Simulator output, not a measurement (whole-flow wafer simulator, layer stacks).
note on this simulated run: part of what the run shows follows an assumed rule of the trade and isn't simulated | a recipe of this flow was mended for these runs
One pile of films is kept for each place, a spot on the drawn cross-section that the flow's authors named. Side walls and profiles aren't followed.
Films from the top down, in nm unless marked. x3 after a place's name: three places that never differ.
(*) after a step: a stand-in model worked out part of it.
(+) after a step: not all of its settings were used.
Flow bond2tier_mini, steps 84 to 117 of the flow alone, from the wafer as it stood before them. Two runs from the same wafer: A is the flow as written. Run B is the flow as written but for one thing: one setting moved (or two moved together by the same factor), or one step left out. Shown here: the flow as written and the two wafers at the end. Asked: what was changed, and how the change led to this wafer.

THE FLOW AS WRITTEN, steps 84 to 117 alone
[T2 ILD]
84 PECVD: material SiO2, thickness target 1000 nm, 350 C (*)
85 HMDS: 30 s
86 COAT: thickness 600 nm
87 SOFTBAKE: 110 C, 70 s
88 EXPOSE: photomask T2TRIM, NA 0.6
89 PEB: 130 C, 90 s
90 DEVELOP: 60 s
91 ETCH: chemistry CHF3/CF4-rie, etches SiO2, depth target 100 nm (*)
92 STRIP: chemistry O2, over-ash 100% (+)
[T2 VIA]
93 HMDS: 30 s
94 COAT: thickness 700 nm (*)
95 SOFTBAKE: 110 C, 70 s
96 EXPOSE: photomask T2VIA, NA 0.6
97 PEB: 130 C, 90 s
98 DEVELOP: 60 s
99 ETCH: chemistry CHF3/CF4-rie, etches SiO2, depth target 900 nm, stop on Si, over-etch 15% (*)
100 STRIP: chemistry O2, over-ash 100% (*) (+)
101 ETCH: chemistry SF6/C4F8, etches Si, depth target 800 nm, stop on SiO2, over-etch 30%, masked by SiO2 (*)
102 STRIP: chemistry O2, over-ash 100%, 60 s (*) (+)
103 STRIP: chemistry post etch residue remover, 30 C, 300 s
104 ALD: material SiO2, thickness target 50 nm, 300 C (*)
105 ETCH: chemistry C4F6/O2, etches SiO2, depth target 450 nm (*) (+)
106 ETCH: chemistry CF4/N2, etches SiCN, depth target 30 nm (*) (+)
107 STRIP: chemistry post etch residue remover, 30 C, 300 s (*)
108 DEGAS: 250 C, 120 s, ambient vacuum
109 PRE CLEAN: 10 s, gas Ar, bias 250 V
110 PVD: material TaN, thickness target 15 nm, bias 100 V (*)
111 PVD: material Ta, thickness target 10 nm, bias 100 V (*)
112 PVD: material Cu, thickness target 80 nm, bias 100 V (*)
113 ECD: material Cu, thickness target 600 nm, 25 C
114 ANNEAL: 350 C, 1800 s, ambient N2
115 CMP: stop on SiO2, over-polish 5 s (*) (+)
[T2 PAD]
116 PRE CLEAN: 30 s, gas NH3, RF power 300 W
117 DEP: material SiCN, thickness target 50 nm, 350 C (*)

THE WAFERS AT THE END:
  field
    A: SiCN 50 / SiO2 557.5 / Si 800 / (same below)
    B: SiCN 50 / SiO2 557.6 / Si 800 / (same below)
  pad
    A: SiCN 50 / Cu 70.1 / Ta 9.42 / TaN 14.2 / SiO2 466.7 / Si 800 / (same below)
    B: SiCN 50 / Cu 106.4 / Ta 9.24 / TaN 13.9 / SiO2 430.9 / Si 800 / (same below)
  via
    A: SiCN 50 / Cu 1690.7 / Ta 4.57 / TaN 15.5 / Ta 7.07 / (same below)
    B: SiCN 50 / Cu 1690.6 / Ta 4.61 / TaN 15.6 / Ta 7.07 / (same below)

The cause: step 91, ETCH: depth target 136 nm was run, where the flow has depth target 100 nm.

How the change led to this, step by step:
  91 ETCH: chemistry CHF3/CF4-rie, etches SiO2, depth target 100 nm (*)
      pad, via: A SiO2 -100 | B SiO2 -136
      field: A thick-KrF-resist -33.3 | B thick-KrF-resist -45.3
  92 STRIP: chemistry O2, over-ash 100% (+)
      field: A thick-KrF-resist -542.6 (all of it) | B thick-KrF-resist -530.6 (all of it)
  94 COAT: thickness 700 nm (*)
      field: A thick-KrF-resist +656.8 (new film) | B thick-KrF-resist +641.4 (new film)
      pad: A thick-KrF-resist +744.9 (new film) | B thick-KrF-resist +760.9 (new film)
  99 ETCH: chemistry CHF3/CF4-rie, etches SiO2, depth target 900 nm, stop on Si, over-etch 15% (*)
      field, pad: A thick-KrF-resist -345 | B thick-KrF-resist -331.2
      via: A SiO2 -900 (all of it), Si -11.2 | B SiO2 -864 (all of it), Si -14.2
  100 STRIP: chemistry O2, over-ash 100% (*) (+)
      pad: A thick-KrF-resist -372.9 (all of it) | B thick-KrF-resist -402.5 (all of it)
  113 ECD: material Cu, thickness target 600 nm, 25 C
      pad: A Cu +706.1 | B Cu +744
